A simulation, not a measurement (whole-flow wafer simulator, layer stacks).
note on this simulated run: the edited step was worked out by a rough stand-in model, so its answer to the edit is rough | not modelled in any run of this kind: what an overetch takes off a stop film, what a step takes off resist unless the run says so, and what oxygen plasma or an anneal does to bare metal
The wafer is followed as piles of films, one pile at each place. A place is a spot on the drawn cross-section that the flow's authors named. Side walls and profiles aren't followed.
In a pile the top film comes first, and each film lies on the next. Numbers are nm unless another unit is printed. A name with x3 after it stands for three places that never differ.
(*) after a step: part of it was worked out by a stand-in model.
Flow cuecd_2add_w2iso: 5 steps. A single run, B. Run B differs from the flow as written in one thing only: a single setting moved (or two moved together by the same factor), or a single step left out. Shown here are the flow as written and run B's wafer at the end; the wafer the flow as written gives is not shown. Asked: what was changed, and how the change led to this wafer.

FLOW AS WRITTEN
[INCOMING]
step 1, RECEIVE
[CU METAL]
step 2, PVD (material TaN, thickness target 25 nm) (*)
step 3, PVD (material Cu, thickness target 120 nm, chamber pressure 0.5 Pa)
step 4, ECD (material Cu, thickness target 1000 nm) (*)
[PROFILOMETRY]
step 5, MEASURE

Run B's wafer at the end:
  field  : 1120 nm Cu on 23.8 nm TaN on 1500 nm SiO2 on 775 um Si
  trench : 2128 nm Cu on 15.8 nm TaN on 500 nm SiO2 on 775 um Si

The reason: step 2, PVD: thickness target 23.8 nm was run, while the flow as written has thickness target 25 nm.
The wafer itself shows it: field has TaN 23.8, and step 2 as written asks for 25 nm.

How this came from the change, step by step:
  step 2, PVD (material TaN, thickness target 25 nm) (*)
      field: +23.8 TaN (new film) (in the flow as written it would be: +25 TaN (new film))
      trench: +15.8 TaN (new film) (in the flow as written it would be: +16.6 TaN (new film))
